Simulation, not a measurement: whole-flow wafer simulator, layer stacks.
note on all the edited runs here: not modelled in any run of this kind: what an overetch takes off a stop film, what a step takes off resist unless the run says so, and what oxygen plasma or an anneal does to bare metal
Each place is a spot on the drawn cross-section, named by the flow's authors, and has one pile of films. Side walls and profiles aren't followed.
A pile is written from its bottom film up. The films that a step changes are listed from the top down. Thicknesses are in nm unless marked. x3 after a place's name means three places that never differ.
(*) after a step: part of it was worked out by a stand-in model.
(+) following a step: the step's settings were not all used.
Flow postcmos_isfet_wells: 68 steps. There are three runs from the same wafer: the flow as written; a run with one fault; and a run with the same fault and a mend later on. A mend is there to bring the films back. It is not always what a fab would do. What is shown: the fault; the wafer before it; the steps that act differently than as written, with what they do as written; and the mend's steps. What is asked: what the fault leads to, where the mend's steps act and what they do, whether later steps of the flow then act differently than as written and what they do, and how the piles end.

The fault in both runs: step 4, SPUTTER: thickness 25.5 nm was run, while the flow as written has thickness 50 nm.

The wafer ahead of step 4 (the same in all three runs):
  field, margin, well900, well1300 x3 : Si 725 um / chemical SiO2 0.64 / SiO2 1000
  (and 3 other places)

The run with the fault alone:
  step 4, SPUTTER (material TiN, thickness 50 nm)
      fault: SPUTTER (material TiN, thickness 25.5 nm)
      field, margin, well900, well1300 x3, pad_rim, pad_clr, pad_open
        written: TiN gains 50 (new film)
        fault: TiN gains 25.5 (new film)
  Steps later in the flow that act otherwise than as written (not shown: 1 more step that differs only slightly, by at most 2% or 0.5 nm, whichever is larger):
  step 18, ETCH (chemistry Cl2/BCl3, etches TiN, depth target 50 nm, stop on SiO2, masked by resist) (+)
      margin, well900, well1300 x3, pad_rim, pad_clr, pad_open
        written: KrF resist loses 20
        fault: KrF resist loses 15.3
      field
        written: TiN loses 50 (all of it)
        fault: TiN loses 25.5 (all of it)
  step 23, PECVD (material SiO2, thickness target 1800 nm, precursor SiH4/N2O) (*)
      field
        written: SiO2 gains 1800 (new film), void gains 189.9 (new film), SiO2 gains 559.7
        fault: SiO2 gains 1800 (new film), void gains 171.5 (new film), SiO2 gains 553.6
  By the end, the piles at field, margin, well900, well1300 x3, pad_rim, pad_clr, pad_open depart from the flow's by more than 2% or 0.5 nm, whichever is larger.
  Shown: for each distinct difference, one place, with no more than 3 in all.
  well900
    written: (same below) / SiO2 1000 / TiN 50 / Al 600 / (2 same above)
    fault: (same below) / SiO2 1000 / TiN 25.5 / Al 600 / (2 same above)
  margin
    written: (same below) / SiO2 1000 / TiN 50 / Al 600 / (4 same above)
    fault: (same below) / SiO2 1000 / TiN 25.5 / Al 600 / (4 same above)
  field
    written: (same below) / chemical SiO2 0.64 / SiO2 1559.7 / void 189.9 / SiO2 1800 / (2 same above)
    fault: (same below) / chemical SiO2 0.64 / SiO2 1553.6 / void 171.5 / SiO2 1800 / (2 same above)

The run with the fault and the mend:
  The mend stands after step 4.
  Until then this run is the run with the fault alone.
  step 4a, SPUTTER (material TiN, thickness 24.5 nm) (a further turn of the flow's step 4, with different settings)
      field, margin, well900, well1300 x3, pad_rim, pad_clr, pad_open
        TiN gains 24.5
  Every later step of the flow that is run acts as written at every place that is followed.
  The piles end the same as the flow's at every place that both follow.
